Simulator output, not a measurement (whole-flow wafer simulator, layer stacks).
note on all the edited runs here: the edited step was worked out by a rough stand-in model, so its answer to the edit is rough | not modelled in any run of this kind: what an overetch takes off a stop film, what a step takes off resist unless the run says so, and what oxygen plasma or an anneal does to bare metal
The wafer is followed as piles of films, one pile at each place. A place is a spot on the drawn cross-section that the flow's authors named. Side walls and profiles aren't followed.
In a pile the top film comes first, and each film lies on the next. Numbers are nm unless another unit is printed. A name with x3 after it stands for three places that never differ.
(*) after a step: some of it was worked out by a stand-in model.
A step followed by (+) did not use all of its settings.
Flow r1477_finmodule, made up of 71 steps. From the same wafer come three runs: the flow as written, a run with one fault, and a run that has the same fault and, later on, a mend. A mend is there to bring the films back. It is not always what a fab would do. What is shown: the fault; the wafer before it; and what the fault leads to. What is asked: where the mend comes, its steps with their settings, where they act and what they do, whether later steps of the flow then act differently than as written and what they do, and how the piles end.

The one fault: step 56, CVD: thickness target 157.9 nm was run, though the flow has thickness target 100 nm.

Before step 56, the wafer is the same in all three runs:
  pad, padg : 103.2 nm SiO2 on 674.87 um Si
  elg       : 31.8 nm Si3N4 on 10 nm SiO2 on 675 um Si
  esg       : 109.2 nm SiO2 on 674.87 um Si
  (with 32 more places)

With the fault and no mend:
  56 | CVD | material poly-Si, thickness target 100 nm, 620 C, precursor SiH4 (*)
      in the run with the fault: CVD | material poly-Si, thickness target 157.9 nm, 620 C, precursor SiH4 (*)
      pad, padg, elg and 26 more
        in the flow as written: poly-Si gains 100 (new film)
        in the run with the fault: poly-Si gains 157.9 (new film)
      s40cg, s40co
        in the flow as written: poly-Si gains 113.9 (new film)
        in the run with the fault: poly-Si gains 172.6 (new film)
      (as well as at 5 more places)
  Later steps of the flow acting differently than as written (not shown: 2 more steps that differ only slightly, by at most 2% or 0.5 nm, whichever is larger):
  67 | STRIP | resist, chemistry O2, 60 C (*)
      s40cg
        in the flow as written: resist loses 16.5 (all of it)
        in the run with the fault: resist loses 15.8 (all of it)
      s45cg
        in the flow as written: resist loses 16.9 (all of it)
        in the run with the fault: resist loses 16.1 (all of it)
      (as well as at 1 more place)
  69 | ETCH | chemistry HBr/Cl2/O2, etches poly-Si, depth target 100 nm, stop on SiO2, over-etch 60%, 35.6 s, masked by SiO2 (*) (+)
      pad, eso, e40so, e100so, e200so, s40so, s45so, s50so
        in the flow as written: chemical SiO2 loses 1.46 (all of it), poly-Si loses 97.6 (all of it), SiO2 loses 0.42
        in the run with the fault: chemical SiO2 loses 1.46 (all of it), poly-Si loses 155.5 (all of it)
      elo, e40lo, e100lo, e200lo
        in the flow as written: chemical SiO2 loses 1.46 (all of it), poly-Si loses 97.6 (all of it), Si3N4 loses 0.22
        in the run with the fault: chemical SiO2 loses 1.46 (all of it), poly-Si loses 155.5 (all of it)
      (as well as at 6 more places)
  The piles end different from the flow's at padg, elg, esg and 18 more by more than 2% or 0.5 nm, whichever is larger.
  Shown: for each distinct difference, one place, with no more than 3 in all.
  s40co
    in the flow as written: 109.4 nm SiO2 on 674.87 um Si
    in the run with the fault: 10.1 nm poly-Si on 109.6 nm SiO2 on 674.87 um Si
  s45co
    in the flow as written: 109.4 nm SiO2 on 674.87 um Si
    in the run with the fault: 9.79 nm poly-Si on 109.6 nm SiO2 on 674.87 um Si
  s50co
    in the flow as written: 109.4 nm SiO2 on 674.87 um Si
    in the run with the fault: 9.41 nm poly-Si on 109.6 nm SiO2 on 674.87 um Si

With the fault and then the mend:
  The mend follows step 56.
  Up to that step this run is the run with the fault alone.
  56a | ETCH | chemistry tmah, depth target 278.9 nm
      pad, padg, elg and 26 more
        poly-Si loses 157.9 (all of it)
      s40cg, s40co
        poly-Si loses 172.6 (all of it)
      s45cg, s45co
        poly-Si loses 172.2 (all of it)
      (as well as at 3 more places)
  56b | CLEAN | chemistry SC1, 46 C, 45 s (*) (a further turn of the flow's step 48)
      s40sg_line, s45sg_line, s50sg_line, s40so_line, s45so_line, s50so_line
        SiO2 loses 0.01
  56c | CVD | material poly-Si, thickness target 100 nm, 620 C, precursor SiH4 (*) (a further turn of the flow's step 56)
      pad, padg, elg and 26 more
        poly-Si gains 100 (new film)
      s40cg, s40co
        poly-Si gains 113.9 (new film)
      s45cg, s45co
        poly-Si gains 113.4 (new film)
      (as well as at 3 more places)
  Later steps of the flow that are run all act as written at every place that is followed, up to a difference of at most 2% or 0.5 nm, whichever is larger.
  When the end is reached, the piles differ only a little from the flow's at the places that both follow, at most by 2% or 0.5 nm, whichever is larger.
